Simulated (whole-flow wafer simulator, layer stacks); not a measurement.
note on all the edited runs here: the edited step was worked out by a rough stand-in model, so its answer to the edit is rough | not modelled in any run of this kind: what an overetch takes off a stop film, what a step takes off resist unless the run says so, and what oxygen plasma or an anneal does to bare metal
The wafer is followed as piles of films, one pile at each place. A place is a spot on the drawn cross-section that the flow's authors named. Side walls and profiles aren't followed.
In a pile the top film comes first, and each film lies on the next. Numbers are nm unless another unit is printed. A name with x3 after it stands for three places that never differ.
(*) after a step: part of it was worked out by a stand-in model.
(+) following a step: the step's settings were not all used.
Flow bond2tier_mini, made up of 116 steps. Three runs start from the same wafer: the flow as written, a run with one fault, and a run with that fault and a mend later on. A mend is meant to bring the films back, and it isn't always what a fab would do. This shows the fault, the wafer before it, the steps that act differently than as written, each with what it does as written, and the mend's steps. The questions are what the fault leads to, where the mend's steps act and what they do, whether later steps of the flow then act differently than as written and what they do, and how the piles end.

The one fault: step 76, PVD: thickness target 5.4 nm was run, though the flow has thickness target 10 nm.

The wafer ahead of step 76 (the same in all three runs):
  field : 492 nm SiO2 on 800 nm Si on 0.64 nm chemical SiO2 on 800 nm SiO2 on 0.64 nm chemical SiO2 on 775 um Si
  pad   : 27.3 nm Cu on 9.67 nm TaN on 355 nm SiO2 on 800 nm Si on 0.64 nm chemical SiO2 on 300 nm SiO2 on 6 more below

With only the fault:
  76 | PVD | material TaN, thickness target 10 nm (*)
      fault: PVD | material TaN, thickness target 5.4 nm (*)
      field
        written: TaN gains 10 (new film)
        fault: TaN gains 5.4 (new film)
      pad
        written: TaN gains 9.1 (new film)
        fault: TaN gains 4.92 (new film)
  Steps later in the flow that act otherwise than as written (1 other step is not shown; it differs only slightly, by no more than 2% or 0.5 nm, whichever is larger):
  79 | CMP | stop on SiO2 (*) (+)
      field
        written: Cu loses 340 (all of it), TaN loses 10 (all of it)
        fault: Cu loses 340 (all of it), TaN loses 5.4 (all of it)
  By the end, the piles at pad depart from the flow's by more than 2% or 0.5 nm, whichever is larger.
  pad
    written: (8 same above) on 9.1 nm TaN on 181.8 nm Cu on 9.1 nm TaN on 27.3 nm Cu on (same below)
    fault: (8 same above) on 9.1 nm TaN on 186 nm Cu on 4.92 nm TaN on 27.3 nm Cu on (same below)

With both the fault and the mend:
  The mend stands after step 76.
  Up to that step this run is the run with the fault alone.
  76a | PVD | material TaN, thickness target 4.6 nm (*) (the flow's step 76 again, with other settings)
      field
        TaN gains 4.6
      pad
        TaN gains 4.18
  Every later step of the flow that is run acts as written at every place that is followed.
  The piles end the same as the flow's at every place that both follow.
